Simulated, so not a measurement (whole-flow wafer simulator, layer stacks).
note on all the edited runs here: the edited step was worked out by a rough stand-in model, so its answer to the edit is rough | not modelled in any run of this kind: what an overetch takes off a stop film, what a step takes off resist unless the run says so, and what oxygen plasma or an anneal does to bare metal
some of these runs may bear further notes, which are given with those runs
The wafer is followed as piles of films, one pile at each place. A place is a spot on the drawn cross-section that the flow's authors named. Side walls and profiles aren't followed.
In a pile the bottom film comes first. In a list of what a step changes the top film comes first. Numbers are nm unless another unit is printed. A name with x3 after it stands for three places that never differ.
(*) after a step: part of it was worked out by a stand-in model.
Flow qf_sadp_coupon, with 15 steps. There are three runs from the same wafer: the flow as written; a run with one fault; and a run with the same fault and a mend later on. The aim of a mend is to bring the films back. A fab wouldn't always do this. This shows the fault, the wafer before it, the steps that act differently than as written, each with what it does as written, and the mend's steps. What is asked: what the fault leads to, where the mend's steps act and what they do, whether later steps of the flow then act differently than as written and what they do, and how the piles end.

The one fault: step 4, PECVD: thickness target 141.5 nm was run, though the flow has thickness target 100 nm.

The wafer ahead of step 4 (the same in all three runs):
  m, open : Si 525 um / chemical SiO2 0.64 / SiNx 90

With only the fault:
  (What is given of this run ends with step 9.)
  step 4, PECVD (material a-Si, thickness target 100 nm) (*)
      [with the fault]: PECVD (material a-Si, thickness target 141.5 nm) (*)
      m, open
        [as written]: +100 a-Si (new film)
        [with the fault]: +141.5 a-Si (new film)
  Every later step of the flow up to step 9 that is run acts as written at every place that is followed.
  Once step 9 is done, the piles at m, open depart from the flow's by more than 2% or 0.5 nm, whichever is larger.
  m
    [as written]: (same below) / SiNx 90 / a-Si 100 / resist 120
    [with the fault]: (same below) / SiNx 90 / a-Si 141.5 / resist 120
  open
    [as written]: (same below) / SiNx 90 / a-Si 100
    [with the fault]: (same below) / SiNx 90 / a-Si 141.5

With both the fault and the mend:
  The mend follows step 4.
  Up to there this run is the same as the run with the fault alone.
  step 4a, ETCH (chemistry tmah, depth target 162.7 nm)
      m, open
        -141.5 a-Si (all of it)
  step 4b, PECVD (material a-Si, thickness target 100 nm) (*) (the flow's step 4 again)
      m, open
        +100 a-Si (new film)
  Every later step of the flow that is run acts as written at every place that is followed.
  By the end, the piles equal the flow's at every place that both follow.
